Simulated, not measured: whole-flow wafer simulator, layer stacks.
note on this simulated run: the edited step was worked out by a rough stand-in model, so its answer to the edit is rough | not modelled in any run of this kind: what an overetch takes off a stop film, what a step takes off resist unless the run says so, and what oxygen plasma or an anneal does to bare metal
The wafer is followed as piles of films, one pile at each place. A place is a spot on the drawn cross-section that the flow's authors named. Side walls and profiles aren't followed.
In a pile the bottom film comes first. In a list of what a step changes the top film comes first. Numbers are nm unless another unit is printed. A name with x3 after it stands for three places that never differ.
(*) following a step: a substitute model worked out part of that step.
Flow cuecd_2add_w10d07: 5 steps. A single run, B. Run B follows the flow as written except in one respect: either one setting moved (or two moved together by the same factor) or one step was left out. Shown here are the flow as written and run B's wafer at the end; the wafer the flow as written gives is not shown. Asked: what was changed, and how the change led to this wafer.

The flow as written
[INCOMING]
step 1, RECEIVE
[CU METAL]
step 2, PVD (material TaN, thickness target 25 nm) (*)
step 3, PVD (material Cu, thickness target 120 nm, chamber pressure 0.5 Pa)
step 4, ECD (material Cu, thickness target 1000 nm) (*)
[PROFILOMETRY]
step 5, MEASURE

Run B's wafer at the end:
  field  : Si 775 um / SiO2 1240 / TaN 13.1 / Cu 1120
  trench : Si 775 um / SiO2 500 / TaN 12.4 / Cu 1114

The reason: step 2, PVD: thickness target 13.1 nm was run, while the flow as written has thickness target 25 nm.
One can read it off the wafer: field has TaN 13.1, and step 2 as written asks for 25 nm.

Step by step, how the change led to this:
  step 2, PVD (material TaN, thickness target 25 nm) (*)
      field: TaN gains 13.1 (new film) (as written it would have been: TaN gains 25 (new film))
      trench: TaN gains 12.4 (new film) (as written it would have been: TaN gains 23.7 (new film))
